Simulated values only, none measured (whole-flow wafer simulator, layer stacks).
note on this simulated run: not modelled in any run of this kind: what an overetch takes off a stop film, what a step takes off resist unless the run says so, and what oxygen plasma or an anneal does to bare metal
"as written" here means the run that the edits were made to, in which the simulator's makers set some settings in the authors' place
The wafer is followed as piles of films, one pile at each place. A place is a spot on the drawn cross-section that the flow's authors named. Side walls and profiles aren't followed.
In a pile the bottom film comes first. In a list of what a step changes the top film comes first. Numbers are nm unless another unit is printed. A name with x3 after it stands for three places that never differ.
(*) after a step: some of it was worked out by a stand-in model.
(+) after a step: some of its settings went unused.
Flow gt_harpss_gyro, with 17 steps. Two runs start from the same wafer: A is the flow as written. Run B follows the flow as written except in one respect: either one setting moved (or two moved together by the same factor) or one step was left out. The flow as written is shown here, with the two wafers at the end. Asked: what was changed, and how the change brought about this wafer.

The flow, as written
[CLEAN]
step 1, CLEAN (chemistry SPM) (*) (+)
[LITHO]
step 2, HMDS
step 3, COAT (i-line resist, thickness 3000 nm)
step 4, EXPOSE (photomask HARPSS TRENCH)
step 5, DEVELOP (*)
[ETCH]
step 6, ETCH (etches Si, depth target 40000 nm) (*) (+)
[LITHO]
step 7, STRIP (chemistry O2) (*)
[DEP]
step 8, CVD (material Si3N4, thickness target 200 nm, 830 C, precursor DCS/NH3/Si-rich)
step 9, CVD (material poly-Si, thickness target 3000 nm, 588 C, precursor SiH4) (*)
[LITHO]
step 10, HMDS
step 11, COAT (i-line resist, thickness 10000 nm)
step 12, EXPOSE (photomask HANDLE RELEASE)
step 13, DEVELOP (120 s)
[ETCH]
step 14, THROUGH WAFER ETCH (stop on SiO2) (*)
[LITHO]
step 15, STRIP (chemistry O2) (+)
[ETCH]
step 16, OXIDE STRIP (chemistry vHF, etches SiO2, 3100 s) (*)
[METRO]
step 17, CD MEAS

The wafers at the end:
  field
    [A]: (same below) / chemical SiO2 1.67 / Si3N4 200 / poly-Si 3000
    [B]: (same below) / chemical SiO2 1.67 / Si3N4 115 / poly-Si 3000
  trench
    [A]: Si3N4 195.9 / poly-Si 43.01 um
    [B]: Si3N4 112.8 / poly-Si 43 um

Cause: step 8, CVD: thickness target 115 nm was run, while the flow as written has thickness target 200 nm.
One can read it off the wafer: field has Si3N4 115, and step 8 as written asks for 200 nm.

How this came from the change, step by step:
  step 8, CVD (material Si3N4, thickness target 200 nm, 830 C, precursor DCS/NH3/Si-rich)
      field: A +200 Si3N4 (new film) | B +115 Si3N4 (new film)
      trench: A +195.9 Si3N4 (new film) | B +112.8 Si3N4 (new film)
  step 9, CVD (material poly-Si, thickness target 3000 nm, 588 C, precursor SiH4) (*)
      trench: A +43.01 um poly-Si (new film) | B +43 um poly-Si (new film)
